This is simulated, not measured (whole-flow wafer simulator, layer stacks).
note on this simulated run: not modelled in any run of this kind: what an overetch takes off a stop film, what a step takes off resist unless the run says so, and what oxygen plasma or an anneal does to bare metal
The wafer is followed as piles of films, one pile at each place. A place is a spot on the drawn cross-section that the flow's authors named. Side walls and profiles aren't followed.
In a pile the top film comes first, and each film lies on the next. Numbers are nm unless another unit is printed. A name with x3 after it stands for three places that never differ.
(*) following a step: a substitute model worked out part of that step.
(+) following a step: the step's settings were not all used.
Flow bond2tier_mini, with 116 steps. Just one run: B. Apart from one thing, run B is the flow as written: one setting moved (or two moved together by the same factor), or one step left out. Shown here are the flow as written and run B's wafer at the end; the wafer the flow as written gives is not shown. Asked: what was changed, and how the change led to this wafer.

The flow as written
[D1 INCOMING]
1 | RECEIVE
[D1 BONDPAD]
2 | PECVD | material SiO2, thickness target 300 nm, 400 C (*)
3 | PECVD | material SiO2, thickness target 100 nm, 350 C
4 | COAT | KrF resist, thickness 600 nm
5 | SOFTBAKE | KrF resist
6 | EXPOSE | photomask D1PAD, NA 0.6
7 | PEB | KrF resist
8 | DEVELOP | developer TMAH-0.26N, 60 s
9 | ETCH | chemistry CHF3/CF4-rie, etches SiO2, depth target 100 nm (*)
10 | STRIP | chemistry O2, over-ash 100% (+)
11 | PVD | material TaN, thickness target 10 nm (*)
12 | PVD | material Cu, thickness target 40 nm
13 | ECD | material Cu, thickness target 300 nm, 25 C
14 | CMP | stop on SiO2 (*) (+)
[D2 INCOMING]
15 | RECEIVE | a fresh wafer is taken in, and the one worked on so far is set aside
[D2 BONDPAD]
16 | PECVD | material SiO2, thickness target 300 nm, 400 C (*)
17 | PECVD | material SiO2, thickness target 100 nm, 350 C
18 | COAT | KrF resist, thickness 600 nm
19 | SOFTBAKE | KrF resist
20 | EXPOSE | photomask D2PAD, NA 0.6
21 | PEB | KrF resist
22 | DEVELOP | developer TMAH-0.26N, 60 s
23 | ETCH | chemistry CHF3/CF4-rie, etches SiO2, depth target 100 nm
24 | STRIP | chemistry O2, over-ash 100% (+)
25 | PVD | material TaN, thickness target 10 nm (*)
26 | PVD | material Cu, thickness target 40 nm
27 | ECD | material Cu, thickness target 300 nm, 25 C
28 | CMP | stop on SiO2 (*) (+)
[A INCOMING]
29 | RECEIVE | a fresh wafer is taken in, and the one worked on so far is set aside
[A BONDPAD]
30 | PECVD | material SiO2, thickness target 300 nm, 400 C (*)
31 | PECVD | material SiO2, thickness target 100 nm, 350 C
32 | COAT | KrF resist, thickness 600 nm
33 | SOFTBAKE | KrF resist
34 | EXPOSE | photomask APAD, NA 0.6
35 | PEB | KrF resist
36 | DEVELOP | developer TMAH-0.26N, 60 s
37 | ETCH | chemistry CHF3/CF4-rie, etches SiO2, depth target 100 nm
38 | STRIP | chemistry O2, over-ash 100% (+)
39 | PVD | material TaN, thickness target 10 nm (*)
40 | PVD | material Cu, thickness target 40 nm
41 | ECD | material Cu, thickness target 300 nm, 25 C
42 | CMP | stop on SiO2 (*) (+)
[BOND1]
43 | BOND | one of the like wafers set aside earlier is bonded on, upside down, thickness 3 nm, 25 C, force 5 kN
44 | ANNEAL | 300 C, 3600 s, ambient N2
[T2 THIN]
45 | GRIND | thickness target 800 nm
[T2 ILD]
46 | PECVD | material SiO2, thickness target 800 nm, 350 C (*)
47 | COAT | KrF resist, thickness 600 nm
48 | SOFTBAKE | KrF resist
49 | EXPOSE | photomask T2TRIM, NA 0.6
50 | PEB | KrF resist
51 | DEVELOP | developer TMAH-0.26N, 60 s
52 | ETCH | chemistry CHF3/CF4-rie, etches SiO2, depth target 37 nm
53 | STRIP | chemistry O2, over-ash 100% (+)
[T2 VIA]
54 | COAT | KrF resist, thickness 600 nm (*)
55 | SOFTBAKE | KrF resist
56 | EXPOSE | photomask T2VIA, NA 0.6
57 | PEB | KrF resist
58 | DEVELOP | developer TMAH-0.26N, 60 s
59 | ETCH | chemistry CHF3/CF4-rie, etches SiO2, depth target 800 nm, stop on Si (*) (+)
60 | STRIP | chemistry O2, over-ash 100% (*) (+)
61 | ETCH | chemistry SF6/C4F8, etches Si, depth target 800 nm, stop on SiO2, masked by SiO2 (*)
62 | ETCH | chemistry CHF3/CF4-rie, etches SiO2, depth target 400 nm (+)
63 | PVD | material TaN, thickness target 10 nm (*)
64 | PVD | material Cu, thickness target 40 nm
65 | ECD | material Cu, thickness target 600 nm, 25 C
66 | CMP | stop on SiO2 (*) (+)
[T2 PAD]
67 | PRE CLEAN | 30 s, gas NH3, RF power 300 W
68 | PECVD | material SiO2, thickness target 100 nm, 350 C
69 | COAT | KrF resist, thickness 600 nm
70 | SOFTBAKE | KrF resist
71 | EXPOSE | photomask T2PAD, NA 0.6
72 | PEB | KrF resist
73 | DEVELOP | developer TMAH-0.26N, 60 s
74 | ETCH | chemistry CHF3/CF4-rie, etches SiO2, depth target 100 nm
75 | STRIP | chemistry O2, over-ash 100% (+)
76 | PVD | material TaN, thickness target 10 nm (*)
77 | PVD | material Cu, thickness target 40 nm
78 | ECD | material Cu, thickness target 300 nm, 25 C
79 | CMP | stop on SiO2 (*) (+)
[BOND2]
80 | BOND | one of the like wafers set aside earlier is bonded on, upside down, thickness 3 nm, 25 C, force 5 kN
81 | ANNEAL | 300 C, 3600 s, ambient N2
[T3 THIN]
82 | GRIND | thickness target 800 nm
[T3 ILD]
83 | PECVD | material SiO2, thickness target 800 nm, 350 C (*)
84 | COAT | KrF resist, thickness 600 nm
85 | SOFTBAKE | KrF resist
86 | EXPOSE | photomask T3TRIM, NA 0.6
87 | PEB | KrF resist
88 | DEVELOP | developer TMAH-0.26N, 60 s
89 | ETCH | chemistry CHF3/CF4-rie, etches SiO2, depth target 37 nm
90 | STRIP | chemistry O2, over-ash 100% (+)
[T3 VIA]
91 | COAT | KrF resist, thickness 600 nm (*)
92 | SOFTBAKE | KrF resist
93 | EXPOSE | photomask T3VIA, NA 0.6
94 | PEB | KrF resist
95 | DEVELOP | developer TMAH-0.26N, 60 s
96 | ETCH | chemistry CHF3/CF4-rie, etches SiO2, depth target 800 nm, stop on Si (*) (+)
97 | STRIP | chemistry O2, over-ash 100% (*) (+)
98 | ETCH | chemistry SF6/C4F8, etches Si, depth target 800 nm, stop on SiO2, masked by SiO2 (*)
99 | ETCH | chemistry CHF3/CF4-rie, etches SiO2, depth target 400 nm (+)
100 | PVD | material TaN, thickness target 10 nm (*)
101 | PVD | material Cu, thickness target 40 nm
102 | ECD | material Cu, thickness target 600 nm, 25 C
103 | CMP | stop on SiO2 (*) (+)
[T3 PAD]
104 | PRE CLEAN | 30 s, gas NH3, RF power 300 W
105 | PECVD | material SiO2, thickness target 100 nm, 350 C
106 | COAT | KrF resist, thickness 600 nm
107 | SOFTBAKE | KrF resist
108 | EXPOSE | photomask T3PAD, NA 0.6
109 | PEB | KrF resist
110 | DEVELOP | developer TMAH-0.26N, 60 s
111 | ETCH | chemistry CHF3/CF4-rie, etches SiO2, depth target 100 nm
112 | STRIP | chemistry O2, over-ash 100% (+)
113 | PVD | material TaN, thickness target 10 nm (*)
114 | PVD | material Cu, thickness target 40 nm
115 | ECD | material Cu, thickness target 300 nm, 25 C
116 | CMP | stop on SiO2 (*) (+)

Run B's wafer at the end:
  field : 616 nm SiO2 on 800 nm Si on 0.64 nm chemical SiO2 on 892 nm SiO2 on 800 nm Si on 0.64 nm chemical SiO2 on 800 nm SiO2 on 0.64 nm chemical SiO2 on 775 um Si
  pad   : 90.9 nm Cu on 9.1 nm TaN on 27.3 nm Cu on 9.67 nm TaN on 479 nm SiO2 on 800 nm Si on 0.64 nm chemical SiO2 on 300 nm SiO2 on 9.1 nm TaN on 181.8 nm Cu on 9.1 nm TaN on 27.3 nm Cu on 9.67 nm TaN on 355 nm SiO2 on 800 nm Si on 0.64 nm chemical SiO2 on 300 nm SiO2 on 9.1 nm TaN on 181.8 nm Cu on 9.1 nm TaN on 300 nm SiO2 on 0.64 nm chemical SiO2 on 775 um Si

What caused this: step 99, ETCH: depth target 276 nm was run, though the flow has depth target 400 nm.

How this came from the change, step by step:
  99 | ETCH | chemistry CHF3/CF4-rie, etches SiO2, depth target 400 nm (+)
      field, pad: -276 SiO2 (in the flow as written it would be: -400 SiO2)
